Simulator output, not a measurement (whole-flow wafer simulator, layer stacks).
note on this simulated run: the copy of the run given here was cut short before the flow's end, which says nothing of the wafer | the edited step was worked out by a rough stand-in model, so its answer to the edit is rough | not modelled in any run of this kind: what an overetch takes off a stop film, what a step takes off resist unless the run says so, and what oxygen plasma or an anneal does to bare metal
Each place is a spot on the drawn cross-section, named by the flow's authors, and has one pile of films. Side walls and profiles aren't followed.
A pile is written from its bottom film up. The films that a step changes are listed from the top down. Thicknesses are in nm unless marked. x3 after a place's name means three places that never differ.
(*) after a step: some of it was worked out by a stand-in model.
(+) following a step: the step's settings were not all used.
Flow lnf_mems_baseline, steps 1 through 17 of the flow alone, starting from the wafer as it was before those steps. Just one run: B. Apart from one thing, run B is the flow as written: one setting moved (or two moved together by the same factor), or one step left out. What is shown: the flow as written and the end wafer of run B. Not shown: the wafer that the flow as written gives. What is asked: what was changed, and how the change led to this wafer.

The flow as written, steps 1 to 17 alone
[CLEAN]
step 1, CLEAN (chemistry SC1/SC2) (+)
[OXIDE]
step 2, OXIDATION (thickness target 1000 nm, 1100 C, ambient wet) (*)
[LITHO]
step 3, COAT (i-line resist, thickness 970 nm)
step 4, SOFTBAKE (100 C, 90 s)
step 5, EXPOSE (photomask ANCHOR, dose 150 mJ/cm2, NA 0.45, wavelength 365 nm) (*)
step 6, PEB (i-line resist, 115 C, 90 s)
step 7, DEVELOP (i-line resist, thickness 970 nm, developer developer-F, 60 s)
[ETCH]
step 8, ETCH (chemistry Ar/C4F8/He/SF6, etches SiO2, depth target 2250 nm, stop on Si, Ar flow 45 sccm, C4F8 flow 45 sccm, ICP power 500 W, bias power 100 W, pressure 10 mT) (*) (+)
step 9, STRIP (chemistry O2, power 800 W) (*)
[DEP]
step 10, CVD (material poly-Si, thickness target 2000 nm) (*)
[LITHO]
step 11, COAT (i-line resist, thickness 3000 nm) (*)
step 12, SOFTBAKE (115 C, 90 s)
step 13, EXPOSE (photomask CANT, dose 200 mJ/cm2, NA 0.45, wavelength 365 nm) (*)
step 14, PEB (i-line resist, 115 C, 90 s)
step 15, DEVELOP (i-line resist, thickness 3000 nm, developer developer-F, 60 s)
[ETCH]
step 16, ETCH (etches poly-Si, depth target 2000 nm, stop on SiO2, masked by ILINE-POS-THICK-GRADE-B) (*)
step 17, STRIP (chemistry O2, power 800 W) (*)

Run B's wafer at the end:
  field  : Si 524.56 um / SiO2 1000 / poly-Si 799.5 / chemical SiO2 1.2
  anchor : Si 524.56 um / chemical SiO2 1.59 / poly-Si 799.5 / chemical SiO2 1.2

What caused this: step 10, CVD: thickness target 800 nm was run, though the flow has thickness target 2000 nm.

The path from the change to this, step by step:
  step 10, CVD (material poly-Si, thickness target 2000 nm) (*)
      field, beam, trench, char_slit: poly-Si gains 800 (new film) (it would be, as written: poly-Si gains 2000 (new film))
      anchor: poly-Si gains 800 (new film) (it would be, as written: poly-Si gains 2322 (new film))
  step 11, COAT (i-line resist, thickness 3000 nm) (*)
      anchor: i-line resist gains 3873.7 (new film) (it would be, as written: i-line resist gains 3611.6 (new film))
  step 12, SOFTBAKE (115 C, 90 s)
      field: i-line resist loses 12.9 (it would be, as written: i-line resist loses 6.66)
      anchor: i-line resist gains 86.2 (it would be, as written: i-line resist gains 45.4)
      (as well as at 2 more places)
  step 14, PEB (i-line resist, 115 C, 90 s)
      anchor: i-line resist loses 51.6 (it would be, as written: i-line resist loses 46.1)
  step 16, ETCH (etches poly-Si, depth target 2000 nm, stop on SiO2, masked by ILINE-POS-THICK-GRADE-B) (*)
      field, anchor, beam: i-line resist loses 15 (it would be, as written: i-line resist loses 25)
      trench, char_slit: poly-Si loses 800 (all of it) (it would be, as written: poly-Si loses 2000 (all of it))
  step 17, STRIP (chemistry O2, power 800 W) (*)
      anchor: chemical SiO2 gains 1.2 (new film), i-line resist loses 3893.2 (all of it), poly-Si loses 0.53 (it would be, as written: chemical SiO2 gains 1.17 (new film), i-line resist loses 3585.8 (all of it), poly-Si loses 0.52)
